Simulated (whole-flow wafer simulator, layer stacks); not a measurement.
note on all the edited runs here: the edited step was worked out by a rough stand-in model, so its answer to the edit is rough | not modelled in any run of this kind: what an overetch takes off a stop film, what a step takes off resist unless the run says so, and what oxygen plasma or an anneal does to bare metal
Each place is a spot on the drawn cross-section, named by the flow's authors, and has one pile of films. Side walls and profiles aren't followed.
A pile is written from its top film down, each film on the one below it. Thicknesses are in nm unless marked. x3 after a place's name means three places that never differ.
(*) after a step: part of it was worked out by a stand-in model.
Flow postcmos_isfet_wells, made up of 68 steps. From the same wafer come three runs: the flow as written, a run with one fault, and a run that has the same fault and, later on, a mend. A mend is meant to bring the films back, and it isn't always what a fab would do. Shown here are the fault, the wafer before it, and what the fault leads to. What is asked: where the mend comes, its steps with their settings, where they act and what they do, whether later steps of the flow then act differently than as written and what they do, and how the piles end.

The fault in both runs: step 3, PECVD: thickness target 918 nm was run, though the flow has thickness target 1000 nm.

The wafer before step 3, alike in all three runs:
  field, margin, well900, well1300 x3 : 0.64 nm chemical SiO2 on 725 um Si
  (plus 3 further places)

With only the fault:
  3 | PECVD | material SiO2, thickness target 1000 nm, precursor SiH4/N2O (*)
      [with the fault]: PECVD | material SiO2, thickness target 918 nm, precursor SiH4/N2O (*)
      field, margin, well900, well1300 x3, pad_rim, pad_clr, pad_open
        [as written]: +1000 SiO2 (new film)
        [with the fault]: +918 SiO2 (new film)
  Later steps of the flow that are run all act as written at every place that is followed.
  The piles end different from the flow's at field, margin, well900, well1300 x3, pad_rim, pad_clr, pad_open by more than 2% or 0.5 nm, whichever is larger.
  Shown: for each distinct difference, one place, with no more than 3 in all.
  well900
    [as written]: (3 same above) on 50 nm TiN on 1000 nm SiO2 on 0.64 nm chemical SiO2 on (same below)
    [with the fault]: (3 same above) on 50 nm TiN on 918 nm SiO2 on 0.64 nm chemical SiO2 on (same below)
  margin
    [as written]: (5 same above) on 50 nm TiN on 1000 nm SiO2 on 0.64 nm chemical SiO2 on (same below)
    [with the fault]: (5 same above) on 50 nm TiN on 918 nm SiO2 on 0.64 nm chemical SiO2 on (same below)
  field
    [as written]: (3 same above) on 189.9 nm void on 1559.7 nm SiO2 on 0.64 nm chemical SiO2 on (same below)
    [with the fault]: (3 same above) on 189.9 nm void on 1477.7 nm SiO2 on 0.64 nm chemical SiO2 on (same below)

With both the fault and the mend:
  After step 3 comes the mend.
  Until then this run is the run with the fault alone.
  3a | ETCH | chemistry boe, depth target 1056 nm
      field, margin, well900, well1300 x3, pad_rim, pad_clr, pad_open
        -918 SiO2 (all of it), -0.64 chemical SiO2 (all of it)
  3b | PECVD | material SiO2, thickness target 1000 nm, precursor SiH4/N2O (the flow's step 3, run once more)
      field, margin, well900, well1300 x3, pad_rim, pad_clr, pad_open
        +1000 SiO2 (new film)
  Later steps of the flow that are run all act as written at every place that is followed.
  The piles end different from the flow's at field, margin, well900, well1300 x3, pad_rim, pad_clr, pad_open by more than 2% or 0.5 nm, whichever is larger.
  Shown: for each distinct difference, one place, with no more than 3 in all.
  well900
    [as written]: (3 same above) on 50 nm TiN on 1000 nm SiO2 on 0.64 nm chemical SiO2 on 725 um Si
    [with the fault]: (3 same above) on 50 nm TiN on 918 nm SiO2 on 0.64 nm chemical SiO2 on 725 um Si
    [with the mend]: (3 same above) on 50 nm TiN on 1000 nm SiO2 on 725 um Si
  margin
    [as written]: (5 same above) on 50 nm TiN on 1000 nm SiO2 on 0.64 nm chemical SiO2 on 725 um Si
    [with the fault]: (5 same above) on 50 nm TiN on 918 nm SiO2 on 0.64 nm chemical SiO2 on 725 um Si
    [with the mend]: (5 same above) on 50 nm TiN on 1000 nm SiO2 on 725 um Si
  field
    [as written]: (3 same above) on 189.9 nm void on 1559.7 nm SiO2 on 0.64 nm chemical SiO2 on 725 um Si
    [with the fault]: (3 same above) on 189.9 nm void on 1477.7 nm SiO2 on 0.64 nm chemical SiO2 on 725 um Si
    [with the mend]: (3 same above) on 189.9 nm void on 1559.7 nm SiO2 on 725 um Si
